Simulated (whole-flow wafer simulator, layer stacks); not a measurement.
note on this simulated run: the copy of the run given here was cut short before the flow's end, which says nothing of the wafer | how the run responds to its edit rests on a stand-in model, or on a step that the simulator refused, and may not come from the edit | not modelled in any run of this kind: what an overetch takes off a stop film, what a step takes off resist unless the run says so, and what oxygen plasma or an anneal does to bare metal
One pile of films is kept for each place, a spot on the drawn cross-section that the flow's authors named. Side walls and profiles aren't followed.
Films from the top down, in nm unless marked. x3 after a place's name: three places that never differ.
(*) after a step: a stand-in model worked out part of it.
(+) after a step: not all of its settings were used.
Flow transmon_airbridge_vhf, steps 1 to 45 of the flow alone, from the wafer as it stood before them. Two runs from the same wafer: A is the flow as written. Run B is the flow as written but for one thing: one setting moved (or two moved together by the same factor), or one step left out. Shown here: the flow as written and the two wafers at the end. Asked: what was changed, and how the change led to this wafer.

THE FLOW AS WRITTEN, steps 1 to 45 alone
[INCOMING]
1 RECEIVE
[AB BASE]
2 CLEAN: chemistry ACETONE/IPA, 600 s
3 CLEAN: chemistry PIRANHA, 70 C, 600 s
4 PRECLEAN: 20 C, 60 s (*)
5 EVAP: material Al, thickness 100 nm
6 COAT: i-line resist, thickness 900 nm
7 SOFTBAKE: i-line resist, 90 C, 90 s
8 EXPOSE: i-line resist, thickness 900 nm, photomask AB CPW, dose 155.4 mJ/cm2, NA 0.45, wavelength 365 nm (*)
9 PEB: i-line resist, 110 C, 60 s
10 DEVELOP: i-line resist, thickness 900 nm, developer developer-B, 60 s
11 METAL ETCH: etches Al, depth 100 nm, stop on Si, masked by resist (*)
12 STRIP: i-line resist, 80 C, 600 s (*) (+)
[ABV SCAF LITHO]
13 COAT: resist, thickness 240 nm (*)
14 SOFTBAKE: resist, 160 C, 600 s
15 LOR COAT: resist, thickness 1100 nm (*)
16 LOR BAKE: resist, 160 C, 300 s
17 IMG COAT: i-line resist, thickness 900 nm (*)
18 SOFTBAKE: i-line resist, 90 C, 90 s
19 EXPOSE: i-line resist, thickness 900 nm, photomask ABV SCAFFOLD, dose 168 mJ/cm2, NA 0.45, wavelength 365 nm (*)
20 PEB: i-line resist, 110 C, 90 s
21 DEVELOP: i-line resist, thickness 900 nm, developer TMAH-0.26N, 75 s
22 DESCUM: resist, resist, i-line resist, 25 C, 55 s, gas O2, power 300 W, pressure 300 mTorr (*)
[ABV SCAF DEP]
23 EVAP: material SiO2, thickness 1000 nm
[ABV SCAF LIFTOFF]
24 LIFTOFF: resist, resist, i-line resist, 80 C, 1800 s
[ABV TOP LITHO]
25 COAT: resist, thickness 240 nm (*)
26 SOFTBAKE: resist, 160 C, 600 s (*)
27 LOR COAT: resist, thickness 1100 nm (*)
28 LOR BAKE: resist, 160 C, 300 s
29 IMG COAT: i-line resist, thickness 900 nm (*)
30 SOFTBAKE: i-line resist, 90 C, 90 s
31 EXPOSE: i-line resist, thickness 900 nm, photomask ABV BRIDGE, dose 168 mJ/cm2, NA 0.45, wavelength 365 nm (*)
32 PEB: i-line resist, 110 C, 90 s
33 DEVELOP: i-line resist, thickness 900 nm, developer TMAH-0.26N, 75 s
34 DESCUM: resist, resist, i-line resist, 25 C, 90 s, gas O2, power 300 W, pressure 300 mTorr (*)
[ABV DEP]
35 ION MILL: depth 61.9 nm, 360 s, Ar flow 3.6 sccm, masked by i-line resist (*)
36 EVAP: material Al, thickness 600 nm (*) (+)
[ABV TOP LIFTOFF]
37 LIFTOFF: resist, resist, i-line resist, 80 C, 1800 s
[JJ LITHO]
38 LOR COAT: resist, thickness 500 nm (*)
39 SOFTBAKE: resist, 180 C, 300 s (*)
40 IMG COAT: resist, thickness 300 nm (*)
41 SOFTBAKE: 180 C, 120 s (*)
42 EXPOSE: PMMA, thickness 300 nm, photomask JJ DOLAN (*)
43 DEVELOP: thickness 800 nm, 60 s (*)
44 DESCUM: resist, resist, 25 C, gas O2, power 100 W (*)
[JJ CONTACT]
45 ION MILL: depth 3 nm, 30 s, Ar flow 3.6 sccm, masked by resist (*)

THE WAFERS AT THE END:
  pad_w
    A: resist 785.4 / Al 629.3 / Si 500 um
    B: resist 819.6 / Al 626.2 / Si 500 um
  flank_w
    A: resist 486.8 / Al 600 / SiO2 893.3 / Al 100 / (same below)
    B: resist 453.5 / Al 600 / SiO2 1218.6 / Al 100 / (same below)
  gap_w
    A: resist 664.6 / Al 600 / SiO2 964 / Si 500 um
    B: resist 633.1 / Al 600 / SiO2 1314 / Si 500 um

The cause: step 23, EVAP: thickness 1350 nm was run, where the flow has thickness 1000 nm.

How the change led to this, step by step:
  23 EVAP: material SiO2, thickness 1000 nm
      field x3, jj_line, ground_far and 10 more: A SiO2 +1000 (new film) | B SiO2 +1350 (new film)
      flank_w, flank_e: A SiO2 +929.3 (new film) | B SiO2 +1254.6 (new film)
  24 LIFTOFF: resist, resist, i-line resist, 80 C, 1800 s
      field x3, jj_line, trace_open_s x2: A SiO2 -1000 (all of it), i-line resist -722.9 (all of it), resist -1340 (all of it) | B SiO2 -1350 (all of it), i-line resist -722.9 (all of it), resist -1340 (all of it)
      pad_w, pad_e: A SiO2 -1000 (all of it), i-line resist -718 (all of it), resist -1330.2 (all of it) | B SiO2 -1350 (all of it), i-line resist -718 (all of it), resist -1330.2 (all of it)
      (and at 1 more place)
  25 COAT: resist, thickness 240 nm (*)
      flank_w, flank_e: A resist +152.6 (new film) | B resist +142.7 (new film)
      gap_w, gap_e: A resist +210.7 (new film) | B resist +195.6 (new film)
      (and at 6 more places)
  27 LOR COAT: resist, thickness 1100 nm (*)
      gap_w, gap_e: A resist +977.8 | B resist +932
      margin_s, margin_n: A resist +823.4 | B resist +746.7
      (and at 6 more places)
  29 IMG COAT: i-line resist, thickness 900 nm (*)
      gap_w, gap_e: A i-line resist +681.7 (new film) | B i-line resist +603.5 (new film)
      margin_s, margin_n: A i-line resist +603.2 (new film) | B i-line resist +493.5 (new film)
      (and at 7 more places)
  32 PEB: i-line resist, 110 C, 90 s
      pad_w, pad_e: A i-line resist -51 | B i-line resist -52.7
      flank_w, flank_e: A i-line resist -38.3 | B i-line resist -34.6
      (and at 7 more places)
  33 DEVELOP: i-line resist, thickness 900 nm, developer TMAH-0.26N, 75 s
      gap_w, gap_e: A i-line resist -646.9 (all of it), resist -977.8 | B i-line resist -572.9 (all of it), resist -932
      pad_w: A i-line resist -937.2 (all of it), resist -1247.8 | B i-line resist -966.7 (all of it), resist -1302.1
      (and at 5 more places)
  34 DESCUM: resist, resist, i-line resist, 25 C, 90 s, gas O2, power 300 W, pressure 300 mTorr (*)
      flank_w, flank_e: A resist -152.6 (all of it) | B resist -142.7 (all of it)
      gap_w, gap_e: A resist -210.7 (all of it) | B resist -195.6 (all of it)
      (and at 4 more places)
  37 LIFTOFF: resist, resist, i-line resist, 80 C, 1800 s
      margin_s, margin_n: A Al -600 (all of it), i-line resist -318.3 (all of it), resist -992 (all of it) | B Al -600 (all of it), i-line resist -214.3 (all of it), resist -895.9 (all of it)
      ground_far: A Al -600 (all of it), i-line resist -717.9 (all of it), resist -1384.9 (all of it) | B Al -600 (all of it), i-line resist -761.2 (all of it), resist -1393.5 (all of it)
  38 LOR COAT: resist, thickness 500 nm (*)
      pad_w, pad_e: A resist +517 (new film) | B resist +539.5 (new film)
      flank_w, flank_e: A resist +306.5 (new film) | B resist +283.7 (new film)
      (and at 6 more places)
  40 IMG COAT: resist, thickness 300 nm (*)
      pad_w, pad_e: A resist +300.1 | B resist +311.9
      flank_w, flank_e: A resist +212.1 | B resist +201.6
      (and at 6 more places)
